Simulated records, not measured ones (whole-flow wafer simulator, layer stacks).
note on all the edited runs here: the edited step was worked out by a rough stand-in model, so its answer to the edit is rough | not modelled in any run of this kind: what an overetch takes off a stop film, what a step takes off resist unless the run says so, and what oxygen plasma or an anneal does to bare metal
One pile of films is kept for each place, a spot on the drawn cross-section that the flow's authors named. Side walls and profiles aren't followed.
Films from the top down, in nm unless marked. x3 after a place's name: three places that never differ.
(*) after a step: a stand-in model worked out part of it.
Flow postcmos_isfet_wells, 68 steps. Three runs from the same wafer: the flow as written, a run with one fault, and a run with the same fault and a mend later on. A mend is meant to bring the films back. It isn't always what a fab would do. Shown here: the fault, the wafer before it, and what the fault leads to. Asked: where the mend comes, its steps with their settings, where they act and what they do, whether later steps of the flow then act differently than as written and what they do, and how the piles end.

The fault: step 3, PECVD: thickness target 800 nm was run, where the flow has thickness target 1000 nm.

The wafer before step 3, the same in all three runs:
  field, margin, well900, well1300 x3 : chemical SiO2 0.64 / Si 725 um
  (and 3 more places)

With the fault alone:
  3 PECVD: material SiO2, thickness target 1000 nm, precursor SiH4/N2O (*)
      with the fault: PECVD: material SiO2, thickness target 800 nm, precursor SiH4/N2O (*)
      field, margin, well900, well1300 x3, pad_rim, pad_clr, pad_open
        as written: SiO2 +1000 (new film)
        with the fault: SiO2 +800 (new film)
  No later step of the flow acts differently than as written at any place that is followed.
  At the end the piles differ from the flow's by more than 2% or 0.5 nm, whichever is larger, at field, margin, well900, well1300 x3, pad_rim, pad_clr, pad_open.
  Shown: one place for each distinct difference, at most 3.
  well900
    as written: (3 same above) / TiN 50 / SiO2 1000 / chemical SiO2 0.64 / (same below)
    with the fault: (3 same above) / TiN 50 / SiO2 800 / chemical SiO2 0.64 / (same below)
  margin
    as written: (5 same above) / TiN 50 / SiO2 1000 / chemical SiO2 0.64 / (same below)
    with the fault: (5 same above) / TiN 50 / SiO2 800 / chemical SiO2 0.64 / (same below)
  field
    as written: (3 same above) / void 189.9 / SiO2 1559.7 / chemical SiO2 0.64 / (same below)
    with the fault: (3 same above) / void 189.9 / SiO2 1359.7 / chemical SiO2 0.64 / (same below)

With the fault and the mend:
  The mend comes after step 3.
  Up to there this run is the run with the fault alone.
  3a PECVD: material SiO2, thickness target 200 nm, precursor SiH4/N2O (*) (the flow's step 3 once more, with other settings)
      field, margin, well900, well1300 x3, pad_rim, pad_clr, pad_open
        SiO2 +200
  No later step of the flow acts differently than as written at any place that is followed.
  At the end the piles are the same as the flow's at every place that both follow.
